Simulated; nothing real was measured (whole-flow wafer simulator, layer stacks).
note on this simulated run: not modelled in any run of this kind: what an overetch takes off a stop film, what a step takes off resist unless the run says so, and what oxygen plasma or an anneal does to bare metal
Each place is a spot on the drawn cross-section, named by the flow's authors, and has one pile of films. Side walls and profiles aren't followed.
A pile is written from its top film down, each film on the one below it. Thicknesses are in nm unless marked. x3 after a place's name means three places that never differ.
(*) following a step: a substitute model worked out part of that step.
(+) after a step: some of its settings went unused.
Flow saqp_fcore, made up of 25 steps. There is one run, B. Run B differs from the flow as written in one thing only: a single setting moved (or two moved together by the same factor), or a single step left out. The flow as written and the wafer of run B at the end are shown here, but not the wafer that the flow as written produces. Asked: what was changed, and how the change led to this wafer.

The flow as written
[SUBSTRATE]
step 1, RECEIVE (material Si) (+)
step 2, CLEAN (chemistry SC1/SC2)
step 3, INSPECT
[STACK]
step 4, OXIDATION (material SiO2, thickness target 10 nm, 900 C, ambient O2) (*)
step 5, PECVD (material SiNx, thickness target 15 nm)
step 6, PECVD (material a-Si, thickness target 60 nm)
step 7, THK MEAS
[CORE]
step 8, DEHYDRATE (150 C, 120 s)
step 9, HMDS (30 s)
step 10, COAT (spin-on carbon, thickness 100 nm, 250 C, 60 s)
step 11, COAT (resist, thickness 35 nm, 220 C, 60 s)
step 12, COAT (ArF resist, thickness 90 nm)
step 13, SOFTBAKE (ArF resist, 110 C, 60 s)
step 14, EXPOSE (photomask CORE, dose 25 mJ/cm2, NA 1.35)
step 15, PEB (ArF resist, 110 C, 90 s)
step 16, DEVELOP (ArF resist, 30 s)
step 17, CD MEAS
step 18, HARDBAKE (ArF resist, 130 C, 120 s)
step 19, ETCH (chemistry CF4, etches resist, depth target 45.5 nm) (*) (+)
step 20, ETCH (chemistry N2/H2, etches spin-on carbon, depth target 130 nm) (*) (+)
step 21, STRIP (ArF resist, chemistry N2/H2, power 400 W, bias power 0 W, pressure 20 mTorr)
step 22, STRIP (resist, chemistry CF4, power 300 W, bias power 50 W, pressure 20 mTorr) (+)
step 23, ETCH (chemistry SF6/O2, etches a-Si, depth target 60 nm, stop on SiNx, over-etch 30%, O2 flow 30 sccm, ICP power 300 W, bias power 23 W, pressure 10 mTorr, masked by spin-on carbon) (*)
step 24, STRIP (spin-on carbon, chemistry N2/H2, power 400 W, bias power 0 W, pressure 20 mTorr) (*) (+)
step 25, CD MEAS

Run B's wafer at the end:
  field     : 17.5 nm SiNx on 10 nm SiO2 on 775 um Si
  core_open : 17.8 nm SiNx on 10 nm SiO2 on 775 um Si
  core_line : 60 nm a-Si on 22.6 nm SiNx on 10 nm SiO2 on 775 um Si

Cause: step 5, PECVD: thickness target 22.6 nm was run, though the flow has thickness target 15 nm.
One can read it off the wafer: core_line has SiNx 22.6, and step 5 as written asks for 15 nm.

Step by step, how the change led to this:
  step 5, PECVD (material SiNx, thickness target 15 nm)
      field, core_open, core_line: +22.6 SiNx (new film) (it would be, as written: +15 SiNx (new film))
